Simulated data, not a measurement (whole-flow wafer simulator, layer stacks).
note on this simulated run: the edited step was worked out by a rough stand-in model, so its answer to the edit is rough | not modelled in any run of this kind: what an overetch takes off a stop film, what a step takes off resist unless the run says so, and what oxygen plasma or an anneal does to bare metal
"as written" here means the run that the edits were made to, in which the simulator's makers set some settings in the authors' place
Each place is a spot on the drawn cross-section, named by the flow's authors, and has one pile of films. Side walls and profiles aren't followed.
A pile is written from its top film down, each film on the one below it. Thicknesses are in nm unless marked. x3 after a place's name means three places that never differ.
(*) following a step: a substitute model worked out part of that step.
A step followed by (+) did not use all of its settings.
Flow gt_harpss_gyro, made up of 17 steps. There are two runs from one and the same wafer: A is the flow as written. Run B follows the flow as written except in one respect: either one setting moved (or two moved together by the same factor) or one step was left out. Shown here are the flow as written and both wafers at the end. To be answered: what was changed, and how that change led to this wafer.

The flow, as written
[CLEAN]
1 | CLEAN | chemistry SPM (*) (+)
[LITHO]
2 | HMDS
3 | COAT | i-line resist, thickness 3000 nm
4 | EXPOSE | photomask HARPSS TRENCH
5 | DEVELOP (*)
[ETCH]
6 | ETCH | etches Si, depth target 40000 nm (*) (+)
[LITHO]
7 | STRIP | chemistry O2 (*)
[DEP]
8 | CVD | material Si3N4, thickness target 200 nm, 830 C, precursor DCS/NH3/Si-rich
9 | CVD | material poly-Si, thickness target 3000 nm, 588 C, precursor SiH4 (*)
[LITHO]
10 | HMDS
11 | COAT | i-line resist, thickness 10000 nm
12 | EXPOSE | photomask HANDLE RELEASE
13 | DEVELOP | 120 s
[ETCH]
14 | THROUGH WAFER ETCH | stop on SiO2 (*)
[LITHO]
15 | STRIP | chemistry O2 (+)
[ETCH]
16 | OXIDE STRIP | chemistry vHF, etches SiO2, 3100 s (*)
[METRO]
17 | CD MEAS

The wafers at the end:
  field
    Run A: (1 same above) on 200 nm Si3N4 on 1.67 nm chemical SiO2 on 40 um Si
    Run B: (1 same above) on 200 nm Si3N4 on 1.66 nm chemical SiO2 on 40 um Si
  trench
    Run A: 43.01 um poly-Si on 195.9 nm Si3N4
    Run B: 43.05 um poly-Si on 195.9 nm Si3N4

What caused this: step 6, ETCH: depth target 46000 nm was run, whereas the flow has depth target 40000 nm.

How this came from the change, step by step:
  6 | ETCH | etches Si, depth target 40000 nm (*) (+)
      trench: A -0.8 chemical SiO2 (all of it), -40 um Si (all of it) | B -0.8 chemical SiO2 (all of it), -40 um Si (all of it), -40 SiO2
      field: A -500 i-line resist | B -575 i-line resist
  7 | STRIP | chemistry O2 (*)
      field: A -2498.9 i-line resist (all of it), +0.87 chemical SiO2, -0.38 Si | B -2423.9 i-line resist (all of it), +0.86 chemical SiO2, -0.38 Si
  9 | CVD | material poly-Si, thickness target 3000 nm, 588 C, precursor SiH4 (*)
      trench: A +43.01 um poly-Si (new film) | B +43.05 um poly-Si (new film)
